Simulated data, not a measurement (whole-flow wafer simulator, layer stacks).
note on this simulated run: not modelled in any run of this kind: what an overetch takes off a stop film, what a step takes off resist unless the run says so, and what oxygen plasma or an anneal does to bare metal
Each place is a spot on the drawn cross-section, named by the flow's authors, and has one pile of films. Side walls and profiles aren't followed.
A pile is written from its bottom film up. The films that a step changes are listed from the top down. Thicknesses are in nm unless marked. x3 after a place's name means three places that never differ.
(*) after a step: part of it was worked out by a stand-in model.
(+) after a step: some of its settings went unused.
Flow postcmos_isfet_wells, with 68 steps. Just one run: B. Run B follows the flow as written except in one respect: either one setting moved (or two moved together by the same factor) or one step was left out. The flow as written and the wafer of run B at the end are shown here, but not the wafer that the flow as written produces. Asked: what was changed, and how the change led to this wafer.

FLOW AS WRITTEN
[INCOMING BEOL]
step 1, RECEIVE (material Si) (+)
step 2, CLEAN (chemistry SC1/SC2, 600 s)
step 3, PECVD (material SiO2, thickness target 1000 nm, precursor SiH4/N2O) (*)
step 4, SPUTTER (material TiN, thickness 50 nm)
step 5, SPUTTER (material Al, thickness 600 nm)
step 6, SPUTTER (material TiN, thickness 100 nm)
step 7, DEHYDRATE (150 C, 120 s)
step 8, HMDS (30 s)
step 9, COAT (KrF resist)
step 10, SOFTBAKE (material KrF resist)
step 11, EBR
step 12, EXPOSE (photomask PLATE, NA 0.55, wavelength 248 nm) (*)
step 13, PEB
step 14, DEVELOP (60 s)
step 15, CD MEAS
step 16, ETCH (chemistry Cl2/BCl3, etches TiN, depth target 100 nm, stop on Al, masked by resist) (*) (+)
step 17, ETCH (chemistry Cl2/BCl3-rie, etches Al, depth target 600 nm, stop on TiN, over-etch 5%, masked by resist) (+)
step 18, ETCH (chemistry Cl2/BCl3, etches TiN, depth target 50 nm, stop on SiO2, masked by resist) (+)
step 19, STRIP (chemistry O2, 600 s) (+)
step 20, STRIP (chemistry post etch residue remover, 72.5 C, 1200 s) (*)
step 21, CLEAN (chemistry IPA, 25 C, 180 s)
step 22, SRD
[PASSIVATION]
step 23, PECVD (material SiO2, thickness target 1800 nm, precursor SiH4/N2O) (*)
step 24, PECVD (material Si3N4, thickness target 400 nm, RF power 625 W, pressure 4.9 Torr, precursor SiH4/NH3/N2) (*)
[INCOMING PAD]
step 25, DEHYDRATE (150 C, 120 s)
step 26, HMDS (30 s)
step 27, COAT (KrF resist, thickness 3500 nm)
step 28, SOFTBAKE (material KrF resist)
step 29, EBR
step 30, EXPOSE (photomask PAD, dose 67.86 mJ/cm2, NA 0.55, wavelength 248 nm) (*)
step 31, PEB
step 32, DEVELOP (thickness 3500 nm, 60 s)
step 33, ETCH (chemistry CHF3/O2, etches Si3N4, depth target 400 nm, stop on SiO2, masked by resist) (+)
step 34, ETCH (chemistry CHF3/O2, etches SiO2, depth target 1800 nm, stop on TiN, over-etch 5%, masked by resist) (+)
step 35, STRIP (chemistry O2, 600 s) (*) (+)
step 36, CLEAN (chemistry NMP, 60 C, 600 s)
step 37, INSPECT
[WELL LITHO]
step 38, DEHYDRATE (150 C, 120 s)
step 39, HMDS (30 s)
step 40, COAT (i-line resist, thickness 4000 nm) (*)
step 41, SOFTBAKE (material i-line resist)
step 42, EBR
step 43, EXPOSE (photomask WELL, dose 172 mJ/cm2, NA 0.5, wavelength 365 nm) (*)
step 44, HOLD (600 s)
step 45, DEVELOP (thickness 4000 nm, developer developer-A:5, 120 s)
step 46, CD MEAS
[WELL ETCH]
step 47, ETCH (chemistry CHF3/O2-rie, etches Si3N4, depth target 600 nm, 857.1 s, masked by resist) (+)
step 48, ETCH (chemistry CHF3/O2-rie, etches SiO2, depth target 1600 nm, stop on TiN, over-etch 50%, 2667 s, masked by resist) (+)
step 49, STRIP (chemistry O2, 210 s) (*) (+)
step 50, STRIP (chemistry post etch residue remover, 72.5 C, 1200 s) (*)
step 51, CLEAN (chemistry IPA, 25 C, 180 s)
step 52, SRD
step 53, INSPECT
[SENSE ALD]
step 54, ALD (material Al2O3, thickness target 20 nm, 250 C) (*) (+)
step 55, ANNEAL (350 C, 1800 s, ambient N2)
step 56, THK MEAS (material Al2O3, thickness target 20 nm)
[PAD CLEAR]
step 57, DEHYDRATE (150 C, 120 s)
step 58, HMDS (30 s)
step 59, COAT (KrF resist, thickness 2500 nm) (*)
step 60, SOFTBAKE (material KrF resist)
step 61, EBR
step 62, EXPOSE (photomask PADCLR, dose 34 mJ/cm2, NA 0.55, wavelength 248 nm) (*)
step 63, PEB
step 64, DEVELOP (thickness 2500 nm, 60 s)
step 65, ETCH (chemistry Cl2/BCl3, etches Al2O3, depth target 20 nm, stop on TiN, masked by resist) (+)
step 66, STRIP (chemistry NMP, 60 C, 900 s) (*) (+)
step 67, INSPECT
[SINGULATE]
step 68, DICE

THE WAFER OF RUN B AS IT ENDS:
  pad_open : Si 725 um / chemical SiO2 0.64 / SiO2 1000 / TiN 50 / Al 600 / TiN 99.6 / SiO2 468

The reason: step 34, ETCH: depth target 1332 nm was run, though the flow has depth target 1800 nm.

How this came from the change, step by step:
  step 34, ETCH (chemistry CHF3/O2, etches SiO2, depth target 1800 nm, stop on TiN, over-etch 5%, masked by resist) (+)
      pad_open: -1332 SiO2 (it would be, as written: -1800 SiO2 (all of it))
      field, margin, well900, well1300 x3, pad_rim, pad_clr: -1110 KrF resist (it would be, as written: -1500 KrF resist)
  step 35, STRIP (chemistry O2, 600 s) (*) (+)
      field, margin, well900, well1300 x3, pad_rim, pad_clr: -2003.3 KrF resist (all of it) (it would be, as written: -1613.3 KrF resist (all of it))
  step 40, COAT (i-line resist, thickness 4000 nm) (*)
      pad_clr: +3404.8 i-line resist (new film) (it would be, as written: +3256.8 i-line resist (new film))
      pad_open: +4636.1 i-line resist (new film) (it would be, as written: +4804.7 i-line resist (new film))
  step 41, SOFTBAKE (material i-line resist)
      pad_clr: -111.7 i-line resist (it would be, as written: -156.7 i-line resist)
      pad_open: +93.8 i-line resist (it would be, as written: +115.3 i-line resist)
  step 49, STRIP (chemistry O2, 210 s) (*) (+)
      pad_clr: -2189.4 i-line resist (all of it) (it would be, as written: -1996.5 i-line resist (all of it))
      pad_open: -3626.2 i-line resist (all of it) (it would be, as written: -3816.3 i-line resist (all of it))
  step 59, COAT (KrF resist, thickness 2500 nm) (*)
      pad_rim: +2083.3 KrF resist (new film) (it would be, as written: +1976.4 KrF resist (new film))
      pad_clr: +1850.3 KrF resist (new film) (it would be, as written: +1691.6 KrF resist (new film))
      (as well as at 1 more place)
  step 60, SOFTBAKE (material KrF resist)
      pad_clr: -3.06 KrF resist (it would be, as written: -3.77 KrF resist)
  step 63, PEB
      pad_rim: -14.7 KrF resist (it would be, as written: -13.9 KrF resist)
      pad_clr: -13 KrF resist (it would be, as written: -11.8 KrF resist)
      (as well as at 1 more place)
  step 64, DEVELOP (thickness 2500 nm, 60 s)
      pad_clr: -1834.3 KrF resist (all of it) (it would be, as written: -1676 KrF resist (all of it))
      pad_open: -2927.8 KrF resist (all of it) (it would be, as written: -3045.1 KrF resist (all of it))
  step 66, STRIP (chemistry NMP, 60 C, 900 s) (*) (+)
      pad_rim: -2029.6 KrF resist (all of it) (it would be, as written: -1923.7 KrF resist (all of it))
